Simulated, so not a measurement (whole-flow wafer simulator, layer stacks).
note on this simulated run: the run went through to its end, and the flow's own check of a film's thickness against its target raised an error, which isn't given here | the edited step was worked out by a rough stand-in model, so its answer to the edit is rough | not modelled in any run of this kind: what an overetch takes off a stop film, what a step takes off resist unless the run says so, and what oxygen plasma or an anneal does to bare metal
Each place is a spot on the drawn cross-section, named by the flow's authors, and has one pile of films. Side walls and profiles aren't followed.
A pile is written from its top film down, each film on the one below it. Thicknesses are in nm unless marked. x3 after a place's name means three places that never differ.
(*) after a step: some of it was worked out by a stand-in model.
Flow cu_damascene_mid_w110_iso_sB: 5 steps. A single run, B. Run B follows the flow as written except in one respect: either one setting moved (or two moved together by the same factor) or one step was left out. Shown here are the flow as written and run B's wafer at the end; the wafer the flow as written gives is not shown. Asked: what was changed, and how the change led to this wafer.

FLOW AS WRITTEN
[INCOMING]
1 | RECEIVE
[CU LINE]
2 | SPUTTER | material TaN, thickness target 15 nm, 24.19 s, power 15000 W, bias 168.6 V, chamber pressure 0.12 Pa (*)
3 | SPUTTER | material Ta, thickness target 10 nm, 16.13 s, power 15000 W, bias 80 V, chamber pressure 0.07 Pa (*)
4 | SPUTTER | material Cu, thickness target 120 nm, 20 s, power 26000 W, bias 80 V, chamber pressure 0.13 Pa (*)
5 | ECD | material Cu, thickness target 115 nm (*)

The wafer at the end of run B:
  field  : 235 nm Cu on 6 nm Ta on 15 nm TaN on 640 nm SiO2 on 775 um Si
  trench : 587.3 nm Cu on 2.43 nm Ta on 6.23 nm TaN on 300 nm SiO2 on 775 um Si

The reason: step 3, SPUTTER: thickness target 6 nm was run, while the flow as written has thickness target 10 nm; step 3, SPUTTER: 9.68 s was run, where the flow has 16.13 s.
The wafer lets one read it off: field has Ta 6, and step 3 as written asks for 10 nm.

How this came from the change, step by step:
  3 | SPUTTER | material Ta, thickness target 10 nm, 16.13 s, power 15000 W, bias 80 V, chamber pressure 0.07 Pa (*)
      field: Ta gains 6 (new film) (in the flow as written it would be: Ta gains 10 (new film))
      trench: Ta gains 2.43 (new film) (in the flow as written it would be: Ta gains 4.05 (new film))
